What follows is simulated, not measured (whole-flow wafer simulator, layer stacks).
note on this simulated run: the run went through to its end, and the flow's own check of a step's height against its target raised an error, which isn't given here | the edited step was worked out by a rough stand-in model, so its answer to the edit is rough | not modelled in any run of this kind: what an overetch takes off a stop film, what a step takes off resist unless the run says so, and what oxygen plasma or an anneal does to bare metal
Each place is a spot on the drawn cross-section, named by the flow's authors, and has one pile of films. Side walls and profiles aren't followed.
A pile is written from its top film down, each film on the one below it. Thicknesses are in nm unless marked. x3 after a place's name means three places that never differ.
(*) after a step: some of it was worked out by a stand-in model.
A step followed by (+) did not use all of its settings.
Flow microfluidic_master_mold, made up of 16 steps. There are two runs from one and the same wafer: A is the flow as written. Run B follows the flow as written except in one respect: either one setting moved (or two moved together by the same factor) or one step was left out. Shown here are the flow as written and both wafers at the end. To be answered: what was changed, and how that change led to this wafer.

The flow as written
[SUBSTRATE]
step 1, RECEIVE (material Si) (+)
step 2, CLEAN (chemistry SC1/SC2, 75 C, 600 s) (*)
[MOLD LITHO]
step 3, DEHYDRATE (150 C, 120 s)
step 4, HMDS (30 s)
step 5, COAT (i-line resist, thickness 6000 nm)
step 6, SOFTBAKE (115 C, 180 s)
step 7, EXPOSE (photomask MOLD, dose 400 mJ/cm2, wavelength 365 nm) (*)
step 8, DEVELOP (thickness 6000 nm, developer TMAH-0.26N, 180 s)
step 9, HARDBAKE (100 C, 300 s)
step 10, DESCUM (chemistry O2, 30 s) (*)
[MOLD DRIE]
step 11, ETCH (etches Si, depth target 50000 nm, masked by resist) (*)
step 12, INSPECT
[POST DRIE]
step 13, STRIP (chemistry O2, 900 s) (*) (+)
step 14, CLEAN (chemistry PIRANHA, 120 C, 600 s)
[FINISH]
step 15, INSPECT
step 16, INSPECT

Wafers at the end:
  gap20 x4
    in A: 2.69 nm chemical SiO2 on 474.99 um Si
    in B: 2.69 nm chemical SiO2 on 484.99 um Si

Cause: step 11, ETCH: depth target 40000 nm was run, though the flow has depth target 50000 nm.

How this came from the change, step by step:
  step 11, ETCH (etches Si, depth target 50000 nm, masked by resist) (*)
      gap20 x4: A chemical SiO2 loses 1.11 (all of it), Si loses 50 um | B chemical SiO2 loses 1.11 (all of it), Si loses 40 um
      ridge: A i-line resist loses 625 | B i-line resist loses 500
  step 13, STRIP (chemistry O2, 900 s) (*) (+)
      ridge: A i-line resist loses 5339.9 (all of it), chemical SiO2 gains 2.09, Si loses 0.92 | B i-line resist loses 5464.9 (all of it), chemical SiO2 gains 2.09, Si loses 0.92
